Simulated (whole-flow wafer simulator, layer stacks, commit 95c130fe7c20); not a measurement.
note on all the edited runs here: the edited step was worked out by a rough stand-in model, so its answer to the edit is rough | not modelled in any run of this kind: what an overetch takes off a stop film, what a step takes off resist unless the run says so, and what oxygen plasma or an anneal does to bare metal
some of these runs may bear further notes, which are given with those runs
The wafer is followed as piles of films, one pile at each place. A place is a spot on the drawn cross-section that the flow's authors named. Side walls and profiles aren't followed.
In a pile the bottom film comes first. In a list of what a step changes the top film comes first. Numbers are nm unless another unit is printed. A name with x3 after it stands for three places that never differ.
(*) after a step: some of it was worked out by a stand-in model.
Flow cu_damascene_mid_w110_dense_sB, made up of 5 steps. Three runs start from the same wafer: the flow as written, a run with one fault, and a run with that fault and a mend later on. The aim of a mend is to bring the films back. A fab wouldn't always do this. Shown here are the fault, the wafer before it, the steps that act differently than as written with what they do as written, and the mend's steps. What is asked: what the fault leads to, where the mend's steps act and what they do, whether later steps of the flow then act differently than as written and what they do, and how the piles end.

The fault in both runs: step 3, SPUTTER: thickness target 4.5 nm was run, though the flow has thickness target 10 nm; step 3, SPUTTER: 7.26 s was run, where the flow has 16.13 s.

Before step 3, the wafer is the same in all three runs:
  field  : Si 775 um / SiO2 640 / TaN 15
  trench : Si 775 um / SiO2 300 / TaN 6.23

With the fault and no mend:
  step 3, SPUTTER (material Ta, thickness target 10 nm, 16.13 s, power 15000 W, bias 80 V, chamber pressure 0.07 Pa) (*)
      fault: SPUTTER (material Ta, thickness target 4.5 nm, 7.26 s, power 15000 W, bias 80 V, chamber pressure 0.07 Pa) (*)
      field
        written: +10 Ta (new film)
        fault: +4.5 Ta (new film)
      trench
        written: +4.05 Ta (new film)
        fault: +1.82 Ta (new film)
  Every later step of the flow that is run acts as written, at every place that is followed, to within 2% or 0.5 nm, whichever is larger.
  At field, trench, the piles at the end differ from the flow's by more than 2% or 0.5 nm, whichever is larger.
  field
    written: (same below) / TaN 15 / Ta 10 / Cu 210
    fault: (same below) / TaN 15 / Ta 4.5 / Cu 210
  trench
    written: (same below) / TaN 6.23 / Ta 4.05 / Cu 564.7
    fault: (same below) / TaN 6.23 / Ta 1.82 / Cu 561.4

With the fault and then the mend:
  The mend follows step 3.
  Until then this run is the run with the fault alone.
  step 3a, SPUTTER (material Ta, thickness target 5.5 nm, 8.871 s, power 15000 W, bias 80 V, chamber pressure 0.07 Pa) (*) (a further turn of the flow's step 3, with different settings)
      field
        +5.5 Ta
      trench
        +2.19 Ta
  Every later step of the flow that is run acts as written at every place that is followed.
  At the end the piles are close to the flow's at the places that both follow, differing by at most 2% or 0.5 nm, whichever is larger.
